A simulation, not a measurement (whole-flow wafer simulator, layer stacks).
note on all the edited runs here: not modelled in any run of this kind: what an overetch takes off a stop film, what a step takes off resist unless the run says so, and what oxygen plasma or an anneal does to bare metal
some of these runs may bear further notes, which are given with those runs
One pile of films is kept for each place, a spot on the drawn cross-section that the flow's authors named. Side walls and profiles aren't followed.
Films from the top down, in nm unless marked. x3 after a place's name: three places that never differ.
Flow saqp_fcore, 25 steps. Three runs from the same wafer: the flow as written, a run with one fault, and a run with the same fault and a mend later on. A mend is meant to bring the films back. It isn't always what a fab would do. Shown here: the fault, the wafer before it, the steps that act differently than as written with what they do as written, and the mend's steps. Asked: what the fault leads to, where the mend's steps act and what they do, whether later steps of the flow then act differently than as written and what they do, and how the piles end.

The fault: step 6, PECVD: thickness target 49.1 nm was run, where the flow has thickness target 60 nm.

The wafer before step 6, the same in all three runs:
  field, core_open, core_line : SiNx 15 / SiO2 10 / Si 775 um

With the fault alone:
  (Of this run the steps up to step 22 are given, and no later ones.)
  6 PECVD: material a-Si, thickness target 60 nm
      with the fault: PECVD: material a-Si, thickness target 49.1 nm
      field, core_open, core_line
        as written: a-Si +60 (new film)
        with the fault: a-Si +49.1 (new film)
  No later step of the flow up to step 22 acts differently than as written at any place that is followed.
  After step 22 the piles differ from the flow's by more than 2% or 0.5 nm, whichever is larger, at field, core_open, core_line.
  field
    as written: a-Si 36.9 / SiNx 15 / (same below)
    with the fault: a-Si 26 / SiNx 15 / (same below)
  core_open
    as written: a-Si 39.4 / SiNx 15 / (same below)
    with the fault: a-Si 28.5 / SiNx 15 / (same below)
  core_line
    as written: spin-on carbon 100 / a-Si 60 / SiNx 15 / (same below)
    with the fault: spin-on carbon 100 / a-Si 49.1 / SiNx 15 / (same below)

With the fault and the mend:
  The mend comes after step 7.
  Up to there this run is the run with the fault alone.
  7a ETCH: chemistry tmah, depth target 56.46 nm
      field, core_open, core_line
        a-Si -49.1 (all of it)
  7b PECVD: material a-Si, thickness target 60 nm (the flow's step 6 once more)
      field, core_open, core_line
        a-Si +60 (new film)
  No later step of the flow acts differently than as written at any place that is followed.
  At the end the piles are the same as the flow's at every place that both follow.
